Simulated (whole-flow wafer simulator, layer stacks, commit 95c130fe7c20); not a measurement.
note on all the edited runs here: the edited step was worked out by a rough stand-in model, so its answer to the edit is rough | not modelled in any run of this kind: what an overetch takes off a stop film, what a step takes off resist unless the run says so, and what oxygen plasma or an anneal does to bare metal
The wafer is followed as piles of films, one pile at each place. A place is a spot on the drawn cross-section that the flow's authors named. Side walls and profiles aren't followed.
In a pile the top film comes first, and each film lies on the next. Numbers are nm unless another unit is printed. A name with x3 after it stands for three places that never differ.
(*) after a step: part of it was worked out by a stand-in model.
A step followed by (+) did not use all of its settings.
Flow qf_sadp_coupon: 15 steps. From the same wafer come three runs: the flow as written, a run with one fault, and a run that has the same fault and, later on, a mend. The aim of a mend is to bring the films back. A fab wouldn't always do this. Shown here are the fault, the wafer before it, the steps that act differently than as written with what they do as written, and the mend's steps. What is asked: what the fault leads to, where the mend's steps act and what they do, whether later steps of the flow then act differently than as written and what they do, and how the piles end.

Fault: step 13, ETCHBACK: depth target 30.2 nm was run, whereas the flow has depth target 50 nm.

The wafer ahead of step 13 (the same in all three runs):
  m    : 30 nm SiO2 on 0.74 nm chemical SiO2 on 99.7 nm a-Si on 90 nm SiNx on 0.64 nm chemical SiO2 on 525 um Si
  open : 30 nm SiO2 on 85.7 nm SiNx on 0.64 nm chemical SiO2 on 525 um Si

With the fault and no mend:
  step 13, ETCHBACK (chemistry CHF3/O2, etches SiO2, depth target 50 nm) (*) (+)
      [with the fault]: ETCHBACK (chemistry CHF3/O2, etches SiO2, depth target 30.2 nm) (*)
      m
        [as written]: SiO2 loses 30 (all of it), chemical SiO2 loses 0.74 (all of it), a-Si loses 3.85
        [with the fault]: SiO2 loses 30 (all of it), chemical SiO2 loses 0.2
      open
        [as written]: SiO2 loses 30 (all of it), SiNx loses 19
        [with the fault]: SiO2 loses 30 (all of it), SiNx loses 0.19
  Steps later in the flow that act otherwise than as written:
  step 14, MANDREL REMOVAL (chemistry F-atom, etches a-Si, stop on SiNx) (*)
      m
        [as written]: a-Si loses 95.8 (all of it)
        [with the fault]: nothing
  By the end, the piles at m, open depart from the flow's by more than 2% or 0.5 nm, whichever is larger.
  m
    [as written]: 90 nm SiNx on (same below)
    [with the fault]: 0.54 nm chemical SiO2 on 99.7 nm a-Si on 90 nm SiNx on (same below)
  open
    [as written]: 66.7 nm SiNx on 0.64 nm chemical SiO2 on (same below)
    [with the fault]: 85.5 nm SiNx on 0.64 nm chemical SiO2 on (same below)

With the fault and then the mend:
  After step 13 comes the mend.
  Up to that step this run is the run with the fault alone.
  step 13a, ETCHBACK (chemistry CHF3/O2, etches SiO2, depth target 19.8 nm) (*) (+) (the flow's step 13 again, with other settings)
      m
        chemical SiO2 loses 0.54 (all of it), a-Si loses 3.85
      open
        SiNx loses 18.9
  Every later step of the flow that is run acts as written at every place that is followed.
  The piles end the same as the flow's at every place that both follow.
